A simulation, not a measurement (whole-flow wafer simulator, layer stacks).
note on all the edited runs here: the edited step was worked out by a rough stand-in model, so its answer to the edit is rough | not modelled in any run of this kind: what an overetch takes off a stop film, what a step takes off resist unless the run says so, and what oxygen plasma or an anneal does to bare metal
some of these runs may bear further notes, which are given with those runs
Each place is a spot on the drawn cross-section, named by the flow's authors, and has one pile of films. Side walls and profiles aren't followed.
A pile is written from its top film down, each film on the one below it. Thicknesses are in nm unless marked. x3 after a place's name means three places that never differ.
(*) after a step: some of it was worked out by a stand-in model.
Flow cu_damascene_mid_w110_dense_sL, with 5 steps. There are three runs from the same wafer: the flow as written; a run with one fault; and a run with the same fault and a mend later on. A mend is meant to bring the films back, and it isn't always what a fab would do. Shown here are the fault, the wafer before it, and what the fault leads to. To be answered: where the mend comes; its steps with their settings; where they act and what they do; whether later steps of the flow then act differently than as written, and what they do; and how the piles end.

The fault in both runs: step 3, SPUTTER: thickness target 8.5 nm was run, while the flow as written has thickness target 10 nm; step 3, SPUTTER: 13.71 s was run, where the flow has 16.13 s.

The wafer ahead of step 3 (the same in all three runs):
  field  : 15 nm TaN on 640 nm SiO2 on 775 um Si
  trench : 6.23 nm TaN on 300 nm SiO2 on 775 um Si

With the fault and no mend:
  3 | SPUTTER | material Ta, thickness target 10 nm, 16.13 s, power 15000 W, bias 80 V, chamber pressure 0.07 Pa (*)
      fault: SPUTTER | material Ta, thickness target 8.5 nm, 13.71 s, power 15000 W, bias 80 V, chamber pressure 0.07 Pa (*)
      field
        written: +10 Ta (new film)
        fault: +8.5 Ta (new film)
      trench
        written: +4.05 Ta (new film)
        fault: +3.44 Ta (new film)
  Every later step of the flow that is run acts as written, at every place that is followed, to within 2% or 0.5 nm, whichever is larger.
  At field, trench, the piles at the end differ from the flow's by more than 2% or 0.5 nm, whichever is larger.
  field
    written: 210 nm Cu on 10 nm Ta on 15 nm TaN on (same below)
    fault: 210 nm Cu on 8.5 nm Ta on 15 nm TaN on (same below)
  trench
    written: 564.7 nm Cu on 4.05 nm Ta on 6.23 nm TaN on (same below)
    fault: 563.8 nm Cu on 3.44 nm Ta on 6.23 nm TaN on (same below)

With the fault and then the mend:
  The mend stands after step 3.
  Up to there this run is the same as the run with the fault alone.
  3a | SPUTTER | material Ta, thickness target 1.5 nm, 2.42 s, power 15000 W, bias 80 V, chamber pressure 0.07 Pa (*) (the flow's step 3 again, with other settings)
      field
        +1.5 Ta
      trench
        +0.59 Ta
  Every later step of the flow that is run acts as written at every place that is followed.
  The piles end only slightly different from the flow's at the places that both follow, by no more than 2% or 0.5 nm, whichever is larger.
